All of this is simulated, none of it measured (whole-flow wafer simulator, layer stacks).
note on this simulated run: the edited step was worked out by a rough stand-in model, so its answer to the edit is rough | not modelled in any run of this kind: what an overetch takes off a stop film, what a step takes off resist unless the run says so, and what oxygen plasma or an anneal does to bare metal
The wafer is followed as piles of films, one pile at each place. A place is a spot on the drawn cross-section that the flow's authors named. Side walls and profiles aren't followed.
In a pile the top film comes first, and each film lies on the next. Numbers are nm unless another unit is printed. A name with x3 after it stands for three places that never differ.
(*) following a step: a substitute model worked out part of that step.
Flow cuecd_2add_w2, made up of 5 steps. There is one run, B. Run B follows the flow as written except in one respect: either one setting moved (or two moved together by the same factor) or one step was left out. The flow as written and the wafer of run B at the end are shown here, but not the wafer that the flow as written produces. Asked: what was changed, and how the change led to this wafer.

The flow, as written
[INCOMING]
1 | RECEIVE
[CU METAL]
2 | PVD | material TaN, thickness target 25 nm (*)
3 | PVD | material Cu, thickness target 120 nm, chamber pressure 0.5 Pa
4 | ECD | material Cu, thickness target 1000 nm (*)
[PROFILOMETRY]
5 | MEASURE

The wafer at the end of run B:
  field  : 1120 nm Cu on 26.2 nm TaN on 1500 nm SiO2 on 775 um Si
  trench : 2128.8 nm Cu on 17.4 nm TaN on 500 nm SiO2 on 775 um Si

What caused this: step 2, PVD: thickness target 26.2 nm was run, though the flow has thickness target 25 nm.
The wafer lets one read it off: field has TaN 26.2, and step 2 as written asks for 25 nm.

How this came from the change, step by step:
  2 | PVD | material TaN, thickness target 25 nm (*)
      field: TaN gains 26.2 (new film) (as written it would have been: TaN gains 25 (new film))
      trench: TaN gains 17.4 (new film) (as written it would have been: TaN gains 16.6 (new film))
